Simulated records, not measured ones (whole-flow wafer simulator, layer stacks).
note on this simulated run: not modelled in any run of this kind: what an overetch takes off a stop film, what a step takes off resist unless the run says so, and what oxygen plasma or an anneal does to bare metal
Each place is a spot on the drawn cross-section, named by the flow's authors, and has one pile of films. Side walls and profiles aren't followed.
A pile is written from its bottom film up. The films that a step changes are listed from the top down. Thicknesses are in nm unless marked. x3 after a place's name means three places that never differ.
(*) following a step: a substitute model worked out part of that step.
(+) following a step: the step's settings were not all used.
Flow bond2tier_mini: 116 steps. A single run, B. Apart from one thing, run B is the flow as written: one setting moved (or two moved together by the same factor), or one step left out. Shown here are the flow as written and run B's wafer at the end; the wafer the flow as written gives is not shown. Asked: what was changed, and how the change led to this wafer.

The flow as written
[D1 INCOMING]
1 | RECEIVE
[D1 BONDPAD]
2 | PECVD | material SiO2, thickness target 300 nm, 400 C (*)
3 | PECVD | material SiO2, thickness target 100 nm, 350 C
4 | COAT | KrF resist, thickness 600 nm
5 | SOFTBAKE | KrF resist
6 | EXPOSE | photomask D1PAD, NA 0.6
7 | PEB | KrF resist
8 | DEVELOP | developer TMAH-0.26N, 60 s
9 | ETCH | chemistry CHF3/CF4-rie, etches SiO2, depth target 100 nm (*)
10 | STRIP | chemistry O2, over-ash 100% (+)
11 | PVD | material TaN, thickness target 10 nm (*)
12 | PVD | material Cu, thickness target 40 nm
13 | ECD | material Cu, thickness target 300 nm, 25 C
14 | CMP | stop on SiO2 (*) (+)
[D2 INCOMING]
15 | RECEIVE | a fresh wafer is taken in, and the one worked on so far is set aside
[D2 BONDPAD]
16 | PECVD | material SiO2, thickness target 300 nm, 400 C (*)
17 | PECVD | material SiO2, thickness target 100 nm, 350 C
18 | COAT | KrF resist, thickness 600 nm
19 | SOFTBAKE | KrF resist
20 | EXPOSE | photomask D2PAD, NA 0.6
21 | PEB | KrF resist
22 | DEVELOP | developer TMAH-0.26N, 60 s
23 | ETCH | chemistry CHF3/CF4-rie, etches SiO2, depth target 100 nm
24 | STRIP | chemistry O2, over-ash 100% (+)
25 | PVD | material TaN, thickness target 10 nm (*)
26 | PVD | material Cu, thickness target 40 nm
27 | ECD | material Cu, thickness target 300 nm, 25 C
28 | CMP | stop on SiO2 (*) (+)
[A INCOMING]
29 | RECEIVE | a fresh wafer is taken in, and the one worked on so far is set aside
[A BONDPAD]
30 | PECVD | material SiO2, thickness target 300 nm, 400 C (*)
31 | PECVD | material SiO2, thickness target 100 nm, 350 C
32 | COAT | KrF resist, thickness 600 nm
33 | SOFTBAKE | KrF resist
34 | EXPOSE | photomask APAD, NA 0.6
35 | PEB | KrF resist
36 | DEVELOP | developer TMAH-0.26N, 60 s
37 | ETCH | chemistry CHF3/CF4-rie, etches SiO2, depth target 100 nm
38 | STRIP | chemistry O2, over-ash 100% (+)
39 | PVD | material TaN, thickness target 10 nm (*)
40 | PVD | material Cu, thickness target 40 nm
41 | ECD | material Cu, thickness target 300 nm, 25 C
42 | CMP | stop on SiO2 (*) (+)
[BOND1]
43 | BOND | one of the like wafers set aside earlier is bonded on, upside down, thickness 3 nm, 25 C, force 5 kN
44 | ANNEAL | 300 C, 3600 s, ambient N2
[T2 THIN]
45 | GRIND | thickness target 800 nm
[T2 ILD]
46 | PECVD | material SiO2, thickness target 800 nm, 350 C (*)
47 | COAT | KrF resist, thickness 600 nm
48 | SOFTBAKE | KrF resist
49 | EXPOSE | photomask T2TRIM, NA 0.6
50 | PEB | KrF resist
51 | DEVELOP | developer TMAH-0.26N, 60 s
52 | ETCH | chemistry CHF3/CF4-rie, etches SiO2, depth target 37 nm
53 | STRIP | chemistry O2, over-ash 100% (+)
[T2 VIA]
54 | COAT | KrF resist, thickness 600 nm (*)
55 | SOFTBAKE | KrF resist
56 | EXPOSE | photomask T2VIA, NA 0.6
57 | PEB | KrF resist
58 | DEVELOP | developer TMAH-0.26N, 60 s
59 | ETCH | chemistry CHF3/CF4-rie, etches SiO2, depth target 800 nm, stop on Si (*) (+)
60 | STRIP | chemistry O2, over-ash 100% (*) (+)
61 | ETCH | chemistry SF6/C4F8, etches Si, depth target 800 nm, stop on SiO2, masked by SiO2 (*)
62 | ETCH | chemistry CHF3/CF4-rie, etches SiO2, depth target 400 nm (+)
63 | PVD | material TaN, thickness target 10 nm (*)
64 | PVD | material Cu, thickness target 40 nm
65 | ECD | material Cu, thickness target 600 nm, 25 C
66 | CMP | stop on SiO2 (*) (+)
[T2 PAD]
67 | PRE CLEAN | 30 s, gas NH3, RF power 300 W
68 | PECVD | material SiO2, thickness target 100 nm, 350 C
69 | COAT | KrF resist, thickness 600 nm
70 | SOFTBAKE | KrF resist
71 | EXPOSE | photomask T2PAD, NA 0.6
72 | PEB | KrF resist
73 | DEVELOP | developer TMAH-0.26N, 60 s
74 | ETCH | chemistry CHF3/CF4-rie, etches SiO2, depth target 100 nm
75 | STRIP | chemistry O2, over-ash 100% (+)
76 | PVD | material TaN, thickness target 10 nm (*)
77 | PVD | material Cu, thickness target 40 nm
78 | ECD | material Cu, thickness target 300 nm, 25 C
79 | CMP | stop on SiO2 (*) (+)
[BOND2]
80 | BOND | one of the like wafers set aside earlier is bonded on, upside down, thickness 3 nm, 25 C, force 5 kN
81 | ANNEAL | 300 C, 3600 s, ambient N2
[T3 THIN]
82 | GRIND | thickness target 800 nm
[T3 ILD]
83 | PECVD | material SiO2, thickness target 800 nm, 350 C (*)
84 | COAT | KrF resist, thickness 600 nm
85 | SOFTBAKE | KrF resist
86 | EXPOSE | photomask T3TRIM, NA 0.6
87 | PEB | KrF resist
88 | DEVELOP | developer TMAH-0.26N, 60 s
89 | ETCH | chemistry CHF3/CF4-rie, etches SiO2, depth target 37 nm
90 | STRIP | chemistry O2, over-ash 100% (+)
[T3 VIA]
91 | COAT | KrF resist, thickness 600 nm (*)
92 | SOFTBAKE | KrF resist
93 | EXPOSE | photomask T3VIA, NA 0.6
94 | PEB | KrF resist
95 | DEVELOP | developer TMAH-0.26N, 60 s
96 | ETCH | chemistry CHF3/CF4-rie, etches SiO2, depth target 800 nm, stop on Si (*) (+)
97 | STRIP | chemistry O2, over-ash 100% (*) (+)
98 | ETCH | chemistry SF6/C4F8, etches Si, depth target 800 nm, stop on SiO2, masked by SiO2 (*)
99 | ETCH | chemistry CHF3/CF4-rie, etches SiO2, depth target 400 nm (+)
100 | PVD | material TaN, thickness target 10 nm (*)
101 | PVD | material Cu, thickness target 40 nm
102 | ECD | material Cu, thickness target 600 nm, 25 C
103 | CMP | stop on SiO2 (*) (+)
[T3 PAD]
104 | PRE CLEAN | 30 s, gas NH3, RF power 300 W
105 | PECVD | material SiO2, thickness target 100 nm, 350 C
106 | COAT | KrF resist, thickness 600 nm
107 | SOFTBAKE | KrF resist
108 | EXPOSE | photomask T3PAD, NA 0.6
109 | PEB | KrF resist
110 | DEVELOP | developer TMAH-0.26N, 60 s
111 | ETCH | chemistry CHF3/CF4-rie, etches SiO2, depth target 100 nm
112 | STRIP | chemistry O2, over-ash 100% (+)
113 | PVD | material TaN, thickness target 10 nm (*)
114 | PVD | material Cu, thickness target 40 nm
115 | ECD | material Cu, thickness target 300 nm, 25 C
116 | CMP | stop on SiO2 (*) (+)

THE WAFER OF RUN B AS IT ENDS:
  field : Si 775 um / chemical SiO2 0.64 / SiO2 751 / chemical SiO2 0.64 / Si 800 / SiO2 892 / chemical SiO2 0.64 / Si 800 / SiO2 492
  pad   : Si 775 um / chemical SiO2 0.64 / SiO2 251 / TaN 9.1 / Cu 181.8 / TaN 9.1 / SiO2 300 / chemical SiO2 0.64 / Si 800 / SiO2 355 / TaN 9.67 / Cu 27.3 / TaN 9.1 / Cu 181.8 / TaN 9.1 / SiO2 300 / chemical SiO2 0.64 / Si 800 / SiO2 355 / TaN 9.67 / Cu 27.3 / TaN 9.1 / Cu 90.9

The reason: step 31, PECVD: thickness target 51 nm was run, while the flow as written has thickness target 100 nm.

How this came from the change, step by step:
  31 | PECVD | material SiO2, thickness target 100 nm, 350 C
      field, pad, via: +51 SiO2 (it would be, as written: +100 SiO2)
